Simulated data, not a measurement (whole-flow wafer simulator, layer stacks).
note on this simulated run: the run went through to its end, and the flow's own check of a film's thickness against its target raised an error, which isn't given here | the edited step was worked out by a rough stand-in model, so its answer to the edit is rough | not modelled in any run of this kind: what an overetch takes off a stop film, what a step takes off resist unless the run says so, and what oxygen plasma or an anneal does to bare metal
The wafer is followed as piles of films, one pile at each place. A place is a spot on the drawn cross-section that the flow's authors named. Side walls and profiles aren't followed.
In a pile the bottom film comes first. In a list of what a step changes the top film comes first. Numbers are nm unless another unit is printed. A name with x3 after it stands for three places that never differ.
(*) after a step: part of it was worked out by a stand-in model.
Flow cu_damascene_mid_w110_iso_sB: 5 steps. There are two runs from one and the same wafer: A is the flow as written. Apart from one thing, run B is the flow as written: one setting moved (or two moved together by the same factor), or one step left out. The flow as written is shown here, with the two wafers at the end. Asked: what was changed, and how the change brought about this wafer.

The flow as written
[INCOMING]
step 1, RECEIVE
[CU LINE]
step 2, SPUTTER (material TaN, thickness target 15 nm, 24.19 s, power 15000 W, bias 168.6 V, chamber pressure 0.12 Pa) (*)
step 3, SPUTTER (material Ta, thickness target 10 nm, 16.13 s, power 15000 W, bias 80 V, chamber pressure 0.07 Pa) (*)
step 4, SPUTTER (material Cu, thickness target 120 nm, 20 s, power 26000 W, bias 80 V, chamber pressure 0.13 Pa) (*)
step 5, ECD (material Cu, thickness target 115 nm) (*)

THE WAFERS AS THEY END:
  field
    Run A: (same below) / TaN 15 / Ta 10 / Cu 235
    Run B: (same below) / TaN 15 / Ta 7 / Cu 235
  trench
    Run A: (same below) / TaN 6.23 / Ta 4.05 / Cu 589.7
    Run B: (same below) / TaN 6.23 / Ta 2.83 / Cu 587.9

What caused this: step 3, SPUTTER: 11.29 s was run, while the flow as written has 16.13 s.

The path from the change to this, step by step:
  step 3, SPUTTER (material Ta, thickness target 10 nm, 16.13 s, power 15000 W, bias 80 V, chamber pressure 0.07 Pa) (*)
      field: A Ta gains 10 (new film) | B Ta gains 7 (new film)
      trench: A Ta gains 4.05 (new film) | B Ta gains 2.83 (new film)
